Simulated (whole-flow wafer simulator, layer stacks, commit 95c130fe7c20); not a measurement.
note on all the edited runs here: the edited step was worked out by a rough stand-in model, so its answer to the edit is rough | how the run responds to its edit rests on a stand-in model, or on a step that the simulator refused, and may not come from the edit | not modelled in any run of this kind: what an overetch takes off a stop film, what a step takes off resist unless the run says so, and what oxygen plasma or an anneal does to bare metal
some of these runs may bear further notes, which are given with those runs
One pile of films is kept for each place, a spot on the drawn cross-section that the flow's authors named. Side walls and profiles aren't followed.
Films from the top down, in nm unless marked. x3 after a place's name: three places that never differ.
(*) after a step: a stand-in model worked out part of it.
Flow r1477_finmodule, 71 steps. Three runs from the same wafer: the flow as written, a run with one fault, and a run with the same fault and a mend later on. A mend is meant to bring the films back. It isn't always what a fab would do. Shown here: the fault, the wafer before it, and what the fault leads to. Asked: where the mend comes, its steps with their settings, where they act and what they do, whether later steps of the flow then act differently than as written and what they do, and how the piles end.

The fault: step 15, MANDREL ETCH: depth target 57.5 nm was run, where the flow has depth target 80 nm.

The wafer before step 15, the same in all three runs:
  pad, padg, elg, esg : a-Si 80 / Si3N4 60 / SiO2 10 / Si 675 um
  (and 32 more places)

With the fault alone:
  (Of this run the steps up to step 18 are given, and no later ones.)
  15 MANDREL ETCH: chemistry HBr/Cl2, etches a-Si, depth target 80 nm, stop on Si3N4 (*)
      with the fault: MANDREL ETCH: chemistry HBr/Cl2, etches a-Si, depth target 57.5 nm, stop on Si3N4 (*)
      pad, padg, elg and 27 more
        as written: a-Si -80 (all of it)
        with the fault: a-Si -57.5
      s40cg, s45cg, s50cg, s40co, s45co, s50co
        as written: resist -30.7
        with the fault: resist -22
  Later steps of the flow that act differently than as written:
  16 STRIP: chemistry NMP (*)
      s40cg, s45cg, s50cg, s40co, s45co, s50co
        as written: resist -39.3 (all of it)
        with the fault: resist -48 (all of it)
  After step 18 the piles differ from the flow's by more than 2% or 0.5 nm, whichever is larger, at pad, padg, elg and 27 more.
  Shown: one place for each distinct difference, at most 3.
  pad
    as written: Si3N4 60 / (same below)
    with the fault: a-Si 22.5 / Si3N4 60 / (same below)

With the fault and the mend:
  The mend comes after step 15.
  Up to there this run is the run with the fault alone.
  15a MANDREL ETCH: chemistry HBr/Cl2, etches a-Si, depth target 22.5 nm, stop on Si3N4 (*) (the flow's step 15 once more, with other settings)
      pad, padg, elg and 27 more
        a-Si -22.5 (all of it)
      s40cg, s45cg, s50cg, s40co, s45co, s50co
        resist -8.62
  No later step of the flow acts differently than as written at any place that is followed.
  At the end the piles are the same as the flow's at every place that both follow.
